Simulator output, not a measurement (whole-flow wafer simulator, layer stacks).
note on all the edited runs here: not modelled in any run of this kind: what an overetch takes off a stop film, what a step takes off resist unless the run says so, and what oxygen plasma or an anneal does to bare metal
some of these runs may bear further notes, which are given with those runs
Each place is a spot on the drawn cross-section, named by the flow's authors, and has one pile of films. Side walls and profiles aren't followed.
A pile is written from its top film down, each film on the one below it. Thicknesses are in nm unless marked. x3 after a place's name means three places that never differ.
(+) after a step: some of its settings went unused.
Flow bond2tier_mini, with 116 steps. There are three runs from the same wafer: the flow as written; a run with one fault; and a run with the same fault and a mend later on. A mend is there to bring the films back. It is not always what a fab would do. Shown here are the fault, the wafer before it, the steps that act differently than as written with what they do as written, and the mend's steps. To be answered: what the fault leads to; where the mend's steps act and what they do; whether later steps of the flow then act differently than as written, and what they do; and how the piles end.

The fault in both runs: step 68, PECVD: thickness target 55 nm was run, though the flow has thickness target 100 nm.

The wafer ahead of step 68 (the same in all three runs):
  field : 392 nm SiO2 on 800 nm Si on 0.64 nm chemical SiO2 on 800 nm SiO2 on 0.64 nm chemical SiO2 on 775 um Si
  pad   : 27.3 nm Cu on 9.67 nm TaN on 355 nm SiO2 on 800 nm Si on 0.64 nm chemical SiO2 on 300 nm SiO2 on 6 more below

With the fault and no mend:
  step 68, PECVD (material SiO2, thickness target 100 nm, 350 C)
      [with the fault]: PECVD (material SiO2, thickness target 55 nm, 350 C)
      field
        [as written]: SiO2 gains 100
        [with the fault]: SiO2 gains 55
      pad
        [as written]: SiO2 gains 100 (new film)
        [with the fault]: SiO2 gains 55 (new film)
  Steps later in the flow that act otherwise than as written (2 other steps are not shown; they differ only slightly, by no more than 2% or 0.5 nm, whichever is larger):
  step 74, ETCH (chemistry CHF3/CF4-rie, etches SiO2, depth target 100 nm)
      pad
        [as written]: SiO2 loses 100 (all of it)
        [with the fault]: SiO2 loses 55 (all of it), Cu loses 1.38
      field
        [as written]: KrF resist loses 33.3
        [with the fault]: KrF resist loses 27.5
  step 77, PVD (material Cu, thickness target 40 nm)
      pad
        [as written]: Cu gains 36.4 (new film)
        [with the fault]: Cu gains 38 (new film)
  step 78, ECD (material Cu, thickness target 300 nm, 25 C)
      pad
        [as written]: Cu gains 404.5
        [with the fault]: Cu gains 358.9
  By the end, the piles at field, pad depart from the flow's by more than 2% or 0.5 nm, whichever is larger.
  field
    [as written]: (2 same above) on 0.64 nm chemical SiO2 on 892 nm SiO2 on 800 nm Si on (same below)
    [with the fault]: (2 same above) on 0.64 nm chemical SiO2 on 847 nm SiO2 on 800 nm Si on (same below)
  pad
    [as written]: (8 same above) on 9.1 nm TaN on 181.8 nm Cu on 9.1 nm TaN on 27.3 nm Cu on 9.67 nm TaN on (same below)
    [with the fault]: (8 same above) on 9.1 nm TaN on 137.7 nm Cu on 9.54 nm TaN on 26 nm Cu on 9.67 nm TaN on (same below)

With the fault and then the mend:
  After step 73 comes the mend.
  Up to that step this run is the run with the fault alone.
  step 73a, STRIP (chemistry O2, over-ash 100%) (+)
      field
        KrF resist loses 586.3 (all of it)
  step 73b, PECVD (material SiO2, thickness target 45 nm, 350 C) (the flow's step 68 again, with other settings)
      field, pad
        SiO2 gains 45
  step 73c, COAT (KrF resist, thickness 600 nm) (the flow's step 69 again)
      field, pad
        KrF resist gains 600 (new film)
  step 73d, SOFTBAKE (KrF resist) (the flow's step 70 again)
      alters no film at any place that is followed
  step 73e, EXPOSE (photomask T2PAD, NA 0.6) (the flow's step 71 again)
      alters no film at any place that is followed
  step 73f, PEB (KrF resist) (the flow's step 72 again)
      alters no film at any place that is followed
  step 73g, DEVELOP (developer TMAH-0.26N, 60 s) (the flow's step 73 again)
      field
        KrF resist loses 13.7
      pad
        KrF resist loses 600 (all of it)
  Every later step of the flow that is run acts as written at every place that is followed.
  At every place that both follow, the piles at the end match the flow's.
